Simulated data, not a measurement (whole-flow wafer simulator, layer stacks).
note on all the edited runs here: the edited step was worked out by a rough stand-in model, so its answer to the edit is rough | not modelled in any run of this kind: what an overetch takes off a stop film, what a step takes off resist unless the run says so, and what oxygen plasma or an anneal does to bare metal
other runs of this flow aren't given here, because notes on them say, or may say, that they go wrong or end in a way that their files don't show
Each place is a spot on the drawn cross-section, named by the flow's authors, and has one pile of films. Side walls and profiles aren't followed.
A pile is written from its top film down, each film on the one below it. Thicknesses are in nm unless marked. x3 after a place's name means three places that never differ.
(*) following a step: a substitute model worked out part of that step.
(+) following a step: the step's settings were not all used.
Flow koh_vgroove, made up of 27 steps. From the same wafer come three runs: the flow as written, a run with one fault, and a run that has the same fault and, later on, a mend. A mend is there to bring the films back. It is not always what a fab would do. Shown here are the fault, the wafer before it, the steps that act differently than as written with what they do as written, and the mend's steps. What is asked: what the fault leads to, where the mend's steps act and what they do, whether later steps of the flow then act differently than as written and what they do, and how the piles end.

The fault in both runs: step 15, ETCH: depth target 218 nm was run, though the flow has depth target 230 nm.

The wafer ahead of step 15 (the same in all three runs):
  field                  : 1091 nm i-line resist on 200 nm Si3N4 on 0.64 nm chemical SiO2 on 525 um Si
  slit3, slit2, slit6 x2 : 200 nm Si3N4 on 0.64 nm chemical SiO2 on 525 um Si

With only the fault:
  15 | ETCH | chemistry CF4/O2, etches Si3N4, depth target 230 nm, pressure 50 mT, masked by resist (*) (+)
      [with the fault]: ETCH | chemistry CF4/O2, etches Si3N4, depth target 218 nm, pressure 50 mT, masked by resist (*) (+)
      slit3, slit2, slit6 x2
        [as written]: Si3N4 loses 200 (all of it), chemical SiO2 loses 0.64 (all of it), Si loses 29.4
        [with the fault]: Si3N4 loses 200 (all of it), chemical SiO2 loses 0.64 (all of it), Si loses 17.4
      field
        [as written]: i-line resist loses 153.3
        [with the fault]: i-line resist loses 145.3
  None of the later steps of the flow differs from how it acts as written, at any place that is followed, by more than 2% or 0.5 nm, whichever is larger.
  The piles end only slightly different from the flow's at the places that both follow, by no more than 2% or 0.5 nm, whichever is larger.

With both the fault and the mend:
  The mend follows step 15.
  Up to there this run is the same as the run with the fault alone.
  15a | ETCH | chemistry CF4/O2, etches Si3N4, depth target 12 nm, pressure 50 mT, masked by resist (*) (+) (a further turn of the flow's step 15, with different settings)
      slit3, slit2, slit6 x2
        Si loses 12
      field
        i-line resist loses 8
  None of the later steps of the flow acts differently than as written at any place that is followed.
  By the end, the piles equal the flow's at every place that both follow.
